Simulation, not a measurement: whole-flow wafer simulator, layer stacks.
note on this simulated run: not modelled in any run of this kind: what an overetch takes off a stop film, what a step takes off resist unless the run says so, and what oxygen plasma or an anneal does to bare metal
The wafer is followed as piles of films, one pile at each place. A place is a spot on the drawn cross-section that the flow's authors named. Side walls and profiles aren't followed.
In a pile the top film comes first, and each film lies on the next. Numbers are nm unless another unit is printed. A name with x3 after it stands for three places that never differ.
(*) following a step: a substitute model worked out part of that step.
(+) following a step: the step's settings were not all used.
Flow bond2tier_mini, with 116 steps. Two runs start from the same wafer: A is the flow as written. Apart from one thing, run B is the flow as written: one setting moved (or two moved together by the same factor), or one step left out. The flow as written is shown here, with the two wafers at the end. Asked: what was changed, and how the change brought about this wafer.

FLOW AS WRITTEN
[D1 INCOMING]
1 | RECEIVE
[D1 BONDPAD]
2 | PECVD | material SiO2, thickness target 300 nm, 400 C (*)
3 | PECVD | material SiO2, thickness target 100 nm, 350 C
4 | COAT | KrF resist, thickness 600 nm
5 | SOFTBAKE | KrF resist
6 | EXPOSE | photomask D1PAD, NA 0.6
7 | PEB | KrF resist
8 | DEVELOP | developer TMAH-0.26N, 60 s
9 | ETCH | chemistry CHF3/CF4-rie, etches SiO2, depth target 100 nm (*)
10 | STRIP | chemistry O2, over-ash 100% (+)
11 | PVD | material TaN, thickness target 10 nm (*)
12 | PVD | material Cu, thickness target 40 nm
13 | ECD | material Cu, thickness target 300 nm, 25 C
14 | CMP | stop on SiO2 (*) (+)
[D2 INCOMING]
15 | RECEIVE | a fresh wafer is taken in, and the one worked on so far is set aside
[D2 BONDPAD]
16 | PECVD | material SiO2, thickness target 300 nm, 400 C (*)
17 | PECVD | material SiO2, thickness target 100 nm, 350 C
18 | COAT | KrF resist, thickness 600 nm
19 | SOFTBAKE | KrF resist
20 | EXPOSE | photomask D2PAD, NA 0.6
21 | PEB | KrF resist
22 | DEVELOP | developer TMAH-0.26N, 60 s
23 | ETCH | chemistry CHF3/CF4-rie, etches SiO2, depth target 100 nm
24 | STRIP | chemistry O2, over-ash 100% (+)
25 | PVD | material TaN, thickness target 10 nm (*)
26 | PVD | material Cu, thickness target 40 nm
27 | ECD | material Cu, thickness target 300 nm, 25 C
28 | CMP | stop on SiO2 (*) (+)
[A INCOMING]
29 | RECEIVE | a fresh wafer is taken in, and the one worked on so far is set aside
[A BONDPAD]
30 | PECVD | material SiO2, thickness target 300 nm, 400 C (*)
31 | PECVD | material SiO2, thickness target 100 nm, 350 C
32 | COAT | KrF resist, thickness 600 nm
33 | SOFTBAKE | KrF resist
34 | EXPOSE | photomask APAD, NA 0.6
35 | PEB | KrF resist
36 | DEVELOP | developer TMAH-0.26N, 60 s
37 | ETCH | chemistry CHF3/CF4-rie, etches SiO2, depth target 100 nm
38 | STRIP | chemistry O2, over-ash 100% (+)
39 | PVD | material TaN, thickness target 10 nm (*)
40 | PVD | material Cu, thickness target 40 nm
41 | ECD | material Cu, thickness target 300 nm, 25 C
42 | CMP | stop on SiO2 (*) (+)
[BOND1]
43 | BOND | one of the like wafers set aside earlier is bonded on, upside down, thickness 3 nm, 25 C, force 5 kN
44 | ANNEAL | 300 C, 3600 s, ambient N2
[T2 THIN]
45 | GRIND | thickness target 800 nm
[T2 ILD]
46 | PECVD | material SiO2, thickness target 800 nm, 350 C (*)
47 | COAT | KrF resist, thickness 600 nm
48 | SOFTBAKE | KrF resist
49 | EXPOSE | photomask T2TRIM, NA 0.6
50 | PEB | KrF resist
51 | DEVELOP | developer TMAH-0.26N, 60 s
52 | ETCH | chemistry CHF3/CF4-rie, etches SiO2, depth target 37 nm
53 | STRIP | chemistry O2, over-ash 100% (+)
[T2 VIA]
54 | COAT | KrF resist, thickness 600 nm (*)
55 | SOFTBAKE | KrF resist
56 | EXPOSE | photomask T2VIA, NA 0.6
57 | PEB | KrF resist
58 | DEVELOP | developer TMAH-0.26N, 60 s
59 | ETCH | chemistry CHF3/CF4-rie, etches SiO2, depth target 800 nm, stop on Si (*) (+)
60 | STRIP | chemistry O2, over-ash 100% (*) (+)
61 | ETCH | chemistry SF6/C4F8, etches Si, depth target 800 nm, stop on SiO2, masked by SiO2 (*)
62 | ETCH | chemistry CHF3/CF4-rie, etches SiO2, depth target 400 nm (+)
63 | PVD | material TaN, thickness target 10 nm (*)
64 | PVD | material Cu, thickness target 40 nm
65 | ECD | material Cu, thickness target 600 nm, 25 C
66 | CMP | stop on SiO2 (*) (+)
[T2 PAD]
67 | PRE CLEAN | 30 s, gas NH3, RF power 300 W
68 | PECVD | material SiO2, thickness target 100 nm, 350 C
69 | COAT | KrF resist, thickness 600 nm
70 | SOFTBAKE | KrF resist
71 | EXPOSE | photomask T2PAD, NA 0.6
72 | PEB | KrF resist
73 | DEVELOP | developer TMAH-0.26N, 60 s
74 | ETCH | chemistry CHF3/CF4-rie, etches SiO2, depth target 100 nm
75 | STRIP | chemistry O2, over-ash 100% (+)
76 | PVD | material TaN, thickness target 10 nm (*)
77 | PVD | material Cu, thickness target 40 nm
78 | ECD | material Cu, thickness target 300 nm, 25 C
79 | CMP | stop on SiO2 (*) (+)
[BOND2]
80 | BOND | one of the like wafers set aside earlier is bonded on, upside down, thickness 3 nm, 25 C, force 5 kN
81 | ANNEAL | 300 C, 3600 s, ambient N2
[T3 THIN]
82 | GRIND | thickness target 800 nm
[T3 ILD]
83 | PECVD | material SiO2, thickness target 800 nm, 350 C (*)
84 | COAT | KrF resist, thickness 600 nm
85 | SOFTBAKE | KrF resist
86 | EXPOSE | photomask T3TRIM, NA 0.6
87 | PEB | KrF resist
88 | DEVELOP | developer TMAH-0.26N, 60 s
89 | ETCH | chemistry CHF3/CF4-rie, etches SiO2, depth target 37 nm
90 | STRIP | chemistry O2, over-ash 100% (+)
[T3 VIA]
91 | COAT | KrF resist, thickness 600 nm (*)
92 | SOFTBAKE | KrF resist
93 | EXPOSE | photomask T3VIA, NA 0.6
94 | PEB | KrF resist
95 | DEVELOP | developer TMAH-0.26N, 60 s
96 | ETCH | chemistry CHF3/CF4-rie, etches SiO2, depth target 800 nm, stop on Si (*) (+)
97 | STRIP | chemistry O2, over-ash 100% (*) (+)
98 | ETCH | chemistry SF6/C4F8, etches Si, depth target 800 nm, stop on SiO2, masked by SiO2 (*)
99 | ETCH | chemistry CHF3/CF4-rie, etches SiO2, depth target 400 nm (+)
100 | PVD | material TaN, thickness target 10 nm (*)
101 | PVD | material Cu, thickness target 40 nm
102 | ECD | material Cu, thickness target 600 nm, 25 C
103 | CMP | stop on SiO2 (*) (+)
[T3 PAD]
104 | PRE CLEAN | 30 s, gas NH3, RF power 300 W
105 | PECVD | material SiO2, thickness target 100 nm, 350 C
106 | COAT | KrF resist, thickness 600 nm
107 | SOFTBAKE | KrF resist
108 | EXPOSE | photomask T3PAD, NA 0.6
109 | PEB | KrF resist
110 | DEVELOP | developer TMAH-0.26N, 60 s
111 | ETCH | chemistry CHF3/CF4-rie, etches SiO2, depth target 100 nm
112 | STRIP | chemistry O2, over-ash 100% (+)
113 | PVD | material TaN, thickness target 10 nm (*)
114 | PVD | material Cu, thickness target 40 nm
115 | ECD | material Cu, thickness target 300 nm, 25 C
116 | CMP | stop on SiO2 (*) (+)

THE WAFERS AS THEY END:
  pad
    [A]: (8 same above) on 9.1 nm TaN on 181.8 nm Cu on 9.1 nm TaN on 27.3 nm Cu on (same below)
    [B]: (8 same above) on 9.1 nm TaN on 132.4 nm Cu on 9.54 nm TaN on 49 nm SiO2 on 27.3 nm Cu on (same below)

The reason: step 74, ETCH: depth target 51 nm was run, while the flow as written has depth target 100 nm.

How this came from the change, step by step:
  74 | ETCH | chemistry CHF3/CF4-rie, etches SiO2, depth target 100 nm
      pad: A SiO2 loses 100 (all of it) | B SiO2 loses 51
      field: A KrF resist loses 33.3 | B KrF resist loses 17
  75 | STRIP | chemistry O2, over-ash 100% (+)
      field: A KrF resist loses 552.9 (all of it) | B KrF resist loses 569.3 (all of it)
  77 | PVD | material Cu, thickness target 40 nm
      pad: A Cu gains 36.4 (new film) | B Cu gains 38.1 (new film)
  78 | ECD | material Cu, thickness target 300 nm, 25 C
      pad: A Cu gains 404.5 | B Cu gains 353.3
Taking metal films that touch as one body, pad has 4 bodies (between them, from the top down: SiO2 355 / Si 800 / chemical SiO2 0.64 / SiO2 300; SiO2 49; SiO2 355 / Si 800 / chemical SiO2 0.64 / SiO2 300); the flow as written gives 3 bodies (between them, from the top down: SiO2 355 / Si 800 / chemical SiO2 0.64 / SiO2 300; SiO2 355 / Si 800 / chemical SiO2 0.64 / SiO2 300).
